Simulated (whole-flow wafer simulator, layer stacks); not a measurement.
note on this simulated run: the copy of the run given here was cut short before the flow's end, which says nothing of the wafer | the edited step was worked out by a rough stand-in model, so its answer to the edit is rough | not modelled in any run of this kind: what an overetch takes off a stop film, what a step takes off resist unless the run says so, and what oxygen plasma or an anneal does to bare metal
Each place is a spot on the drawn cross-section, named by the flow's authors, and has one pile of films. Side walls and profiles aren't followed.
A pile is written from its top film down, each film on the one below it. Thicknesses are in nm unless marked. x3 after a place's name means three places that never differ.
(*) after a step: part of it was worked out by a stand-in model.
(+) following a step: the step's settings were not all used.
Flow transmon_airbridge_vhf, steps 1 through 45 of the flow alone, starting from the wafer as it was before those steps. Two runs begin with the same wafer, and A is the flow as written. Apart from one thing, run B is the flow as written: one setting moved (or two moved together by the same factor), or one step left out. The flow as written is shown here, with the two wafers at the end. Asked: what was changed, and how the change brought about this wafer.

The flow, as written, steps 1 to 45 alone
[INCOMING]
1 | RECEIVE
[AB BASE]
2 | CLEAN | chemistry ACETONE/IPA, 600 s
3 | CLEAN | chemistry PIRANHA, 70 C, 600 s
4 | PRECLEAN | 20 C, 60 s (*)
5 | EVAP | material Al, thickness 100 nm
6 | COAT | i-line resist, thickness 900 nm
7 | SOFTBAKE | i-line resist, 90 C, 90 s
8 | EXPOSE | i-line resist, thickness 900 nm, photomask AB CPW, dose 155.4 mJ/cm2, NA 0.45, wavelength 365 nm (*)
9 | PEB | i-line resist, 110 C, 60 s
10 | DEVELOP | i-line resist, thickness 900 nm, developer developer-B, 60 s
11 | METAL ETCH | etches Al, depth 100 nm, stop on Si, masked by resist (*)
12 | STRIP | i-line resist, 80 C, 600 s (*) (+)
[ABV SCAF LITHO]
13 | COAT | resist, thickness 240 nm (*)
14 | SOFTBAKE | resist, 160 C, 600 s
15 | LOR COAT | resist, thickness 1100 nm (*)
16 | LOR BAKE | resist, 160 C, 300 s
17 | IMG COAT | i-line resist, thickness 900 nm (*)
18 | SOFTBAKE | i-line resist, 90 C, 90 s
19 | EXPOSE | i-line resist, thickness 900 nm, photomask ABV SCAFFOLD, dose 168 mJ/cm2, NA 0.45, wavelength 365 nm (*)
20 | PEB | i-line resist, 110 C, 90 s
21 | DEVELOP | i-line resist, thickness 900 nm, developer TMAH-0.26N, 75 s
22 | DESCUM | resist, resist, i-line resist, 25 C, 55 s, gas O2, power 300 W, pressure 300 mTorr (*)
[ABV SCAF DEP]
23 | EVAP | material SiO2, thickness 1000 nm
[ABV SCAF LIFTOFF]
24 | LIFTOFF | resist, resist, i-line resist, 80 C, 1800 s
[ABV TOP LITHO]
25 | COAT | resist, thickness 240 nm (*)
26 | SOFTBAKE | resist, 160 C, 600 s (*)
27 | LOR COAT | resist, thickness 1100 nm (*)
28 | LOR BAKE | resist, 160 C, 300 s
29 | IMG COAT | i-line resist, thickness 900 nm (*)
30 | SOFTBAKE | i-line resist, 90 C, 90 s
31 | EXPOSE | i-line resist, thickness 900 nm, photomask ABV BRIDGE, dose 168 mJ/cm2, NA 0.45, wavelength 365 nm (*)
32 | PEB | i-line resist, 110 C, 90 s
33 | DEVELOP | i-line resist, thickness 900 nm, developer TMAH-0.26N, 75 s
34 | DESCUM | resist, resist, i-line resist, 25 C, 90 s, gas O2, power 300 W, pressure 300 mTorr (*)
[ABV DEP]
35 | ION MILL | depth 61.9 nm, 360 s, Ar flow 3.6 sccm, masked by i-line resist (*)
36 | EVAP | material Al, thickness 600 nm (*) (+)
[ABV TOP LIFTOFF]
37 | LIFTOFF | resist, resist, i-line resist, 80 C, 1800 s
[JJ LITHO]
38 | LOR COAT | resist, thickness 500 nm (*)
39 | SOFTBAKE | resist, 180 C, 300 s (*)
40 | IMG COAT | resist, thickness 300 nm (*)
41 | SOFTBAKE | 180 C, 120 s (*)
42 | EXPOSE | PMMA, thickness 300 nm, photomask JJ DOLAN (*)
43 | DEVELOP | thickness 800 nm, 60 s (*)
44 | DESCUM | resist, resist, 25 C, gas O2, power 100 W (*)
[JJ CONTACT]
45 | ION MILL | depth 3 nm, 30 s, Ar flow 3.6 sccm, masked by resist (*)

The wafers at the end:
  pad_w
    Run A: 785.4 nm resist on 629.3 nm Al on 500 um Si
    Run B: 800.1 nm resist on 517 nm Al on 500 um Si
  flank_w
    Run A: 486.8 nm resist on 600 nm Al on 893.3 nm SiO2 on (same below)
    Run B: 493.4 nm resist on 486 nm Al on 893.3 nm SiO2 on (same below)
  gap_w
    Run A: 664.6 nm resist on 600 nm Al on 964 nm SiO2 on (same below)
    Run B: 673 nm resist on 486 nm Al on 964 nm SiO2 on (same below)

The reason: step 36, EVAP: thickness 486 nm was run, though the flow has thickness 600 nm.
The wafer itself shows it: flank_w has Al 486, and step 36 as written asks for 600 nm.

Step by step, how the change led to this:
  36 | EVAP | material Al, thickness 600 nm (*) (+)
      field x3, jj_line, ground_far and 10 more: A +600 Al (new film) | B +486 Al (new film)
      pad_w, pad_e: A +591.2 Al | B +478.9 Al
  37 | LIFTOFF | resist, resist, i-line resist, 80 C, 1800 s
      field x3, jj_line, trace_open_s x2: A -600 Al (all of it), -600 i-line resist (all of it), -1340 resist (all of it) | B -486 Al (all of it), -600 i-line resist (all of it), -1340 resist (all of it)
      margin_s, margin_n: A -600 Al (all of it), -318.3 i-line resist (all of it), -992 resist (all of it) | B -486 Al (all of it), -318.3 i-line resist (all of it), -992 resist (all of it)
      (also at 1 further place)
  38 | LOR COAT | resist, thickness 500 nm (*)
      margin_s, margin_n: A +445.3 resist (new film) | B +435.7 resist (new film)
      bridge_strip: A +356.4 resist (new film) | B +369.5 resist (new film)
  40 | IMG COAT | resist, thickness 300 nm (*)
      bridge_strip: A +197.1 resist | B +203.9 resist
